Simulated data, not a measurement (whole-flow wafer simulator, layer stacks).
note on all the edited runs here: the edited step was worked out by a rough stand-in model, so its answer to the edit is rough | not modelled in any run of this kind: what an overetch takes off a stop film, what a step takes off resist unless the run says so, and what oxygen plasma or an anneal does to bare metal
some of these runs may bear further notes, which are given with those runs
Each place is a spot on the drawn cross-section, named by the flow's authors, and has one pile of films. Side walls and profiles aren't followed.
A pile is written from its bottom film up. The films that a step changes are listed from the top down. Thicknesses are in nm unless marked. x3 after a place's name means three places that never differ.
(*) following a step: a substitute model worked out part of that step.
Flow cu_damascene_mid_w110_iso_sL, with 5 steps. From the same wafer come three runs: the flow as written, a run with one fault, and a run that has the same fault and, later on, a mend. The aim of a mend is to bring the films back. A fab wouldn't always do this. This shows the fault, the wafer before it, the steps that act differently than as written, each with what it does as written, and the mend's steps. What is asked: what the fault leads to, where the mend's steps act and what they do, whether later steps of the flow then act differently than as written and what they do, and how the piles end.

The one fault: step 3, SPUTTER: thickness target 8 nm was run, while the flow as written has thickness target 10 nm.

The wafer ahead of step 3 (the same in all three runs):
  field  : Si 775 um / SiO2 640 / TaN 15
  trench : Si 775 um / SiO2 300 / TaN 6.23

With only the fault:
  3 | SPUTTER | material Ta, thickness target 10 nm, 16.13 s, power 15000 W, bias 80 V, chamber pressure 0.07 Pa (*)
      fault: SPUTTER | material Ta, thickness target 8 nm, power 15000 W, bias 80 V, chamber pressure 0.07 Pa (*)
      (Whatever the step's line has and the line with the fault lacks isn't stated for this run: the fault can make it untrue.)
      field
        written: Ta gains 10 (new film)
        fault: Ta gains 8 (new film)
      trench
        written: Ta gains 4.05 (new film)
        fault: Ta gains 3.24 (new film)
  None of the later steps of the flow differs from how it acts as written, at any place that is followed, by more than 2% or 0.5 nm, whichever is larger.
  At field, trench, the piles at the end differ from the flow's by more than 2% or 0.5 nm, whichever is larger.
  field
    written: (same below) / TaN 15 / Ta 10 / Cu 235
    fault: (same below) / TaN 15 / Ta 8 / Cu 235
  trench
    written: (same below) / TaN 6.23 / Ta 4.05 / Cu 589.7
    fault: (same below) / TaN 6.23 / Ta 3.24 / Cu 588.5

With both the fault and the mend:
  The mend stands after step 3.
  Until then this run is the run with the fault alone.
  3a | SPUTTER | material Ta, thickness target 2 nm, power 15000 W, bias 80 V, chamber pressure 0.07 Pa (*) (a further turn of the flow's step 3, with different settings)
      field
        Ta gains 2
      trench
        Ta gains 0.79
  None of the later steps of the flow acts differently than as written at any place that is followed.
  The piles end only slightly different from the flow's at the places that both follow, by no more than 2% or 0.5 nm, whichever is larger.
